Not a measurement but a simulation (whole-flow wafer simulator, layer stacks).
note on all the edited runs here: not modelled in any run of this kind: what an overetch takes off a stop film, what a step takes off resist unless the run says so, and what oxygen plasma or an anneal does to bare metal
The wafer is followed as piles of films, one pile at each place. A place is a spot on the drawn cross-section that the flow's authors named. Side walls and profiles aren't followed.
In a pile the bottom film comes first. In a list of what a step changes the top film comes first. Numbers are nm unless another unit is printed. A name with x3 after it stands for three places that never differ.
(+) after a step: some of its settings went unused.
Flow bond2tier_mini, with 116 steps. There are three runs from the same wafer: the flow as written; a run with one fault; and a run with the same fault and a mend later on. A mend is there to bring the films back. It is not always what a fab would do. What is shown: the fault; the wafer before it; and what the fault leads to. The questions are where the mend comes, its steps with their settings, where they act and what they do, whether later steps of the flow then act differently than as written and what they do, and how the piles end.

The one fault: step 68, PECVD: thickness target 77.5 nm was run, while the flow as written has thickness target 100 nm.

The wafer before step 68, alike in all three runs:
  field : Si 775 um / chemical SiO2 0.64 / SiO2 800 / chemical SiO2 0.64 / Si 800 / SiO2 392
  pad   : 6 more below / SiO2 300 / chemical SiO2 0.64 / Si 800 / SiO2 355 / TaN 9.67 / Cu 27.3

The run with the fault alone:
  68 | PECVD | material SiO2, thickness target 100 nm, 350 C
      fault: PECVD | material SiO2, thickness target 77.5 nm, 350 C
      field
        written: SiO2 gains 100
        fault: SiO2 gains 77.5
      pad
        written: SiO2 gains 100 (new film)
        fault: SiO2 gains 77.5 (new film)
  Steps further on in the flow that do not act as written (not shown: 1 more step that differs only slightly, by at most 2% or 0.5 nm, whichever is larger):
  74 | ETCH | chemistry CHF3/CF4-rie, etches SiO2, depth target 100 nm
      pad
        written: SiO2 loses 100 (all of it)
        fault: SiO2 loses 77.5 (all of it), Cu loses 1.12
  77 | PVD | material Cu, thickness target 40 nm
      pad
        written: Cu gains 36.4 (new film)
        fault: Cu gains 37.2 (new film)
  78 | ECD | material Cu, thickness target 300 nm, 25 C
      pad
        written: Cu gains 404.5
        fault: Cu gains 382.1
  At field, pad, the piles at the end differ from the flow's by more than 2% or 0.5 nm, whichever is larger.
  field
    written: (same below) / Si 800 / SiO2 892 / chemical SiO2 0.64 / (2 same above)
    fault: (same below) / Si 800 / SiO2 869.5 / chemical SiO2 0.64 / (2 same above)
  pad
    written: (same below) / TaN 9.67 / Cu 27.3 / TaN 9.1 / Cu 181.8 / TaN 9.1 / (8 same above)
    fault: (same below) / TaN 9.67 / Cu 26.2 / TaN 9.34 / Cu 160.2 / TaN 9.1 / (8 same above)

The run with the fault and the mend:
  The mend stands after step 73.
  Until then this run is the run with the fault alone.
  73a | STRIP | chemistry O2, over-ash 100% (+)
      field
        KrF resist loses 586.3 (all of it)
  73b | PECVD | material SiO2, thickness target 22.5 nm, 350 C (the flow's step 68 again, with other settings)
      field, pad
        SiO2 gains 22.5
  73c | COAT | KrF resist, thickness 600 nm (the flow's step 69 again)
      field, pad
        KrF resist gains 600 (new film)
  73d | SOFTBAKE | KrF resist (the flow's step 70 again)
      alters no film at any place that is followed
  73e | EXPOSE | photomask T2PAD, NA 0.6 (the flow's step 71 again)
      alters no film at any place that is followed
  73f | PEB | KrF resist (the flow's step 72 again)
      alters no film at any place that is followed
  73g | DEVELOP | developer TMAH-0.26N, 60 s (the flow's step 73 again)
      field
        KrF resist loses 13.7
      pad
        KrF resist loses 600 (all of it)
  Later steps of the flow that are run all act as written at every place that is followed.
  The piles end the same as the flow's at every place that both follow.
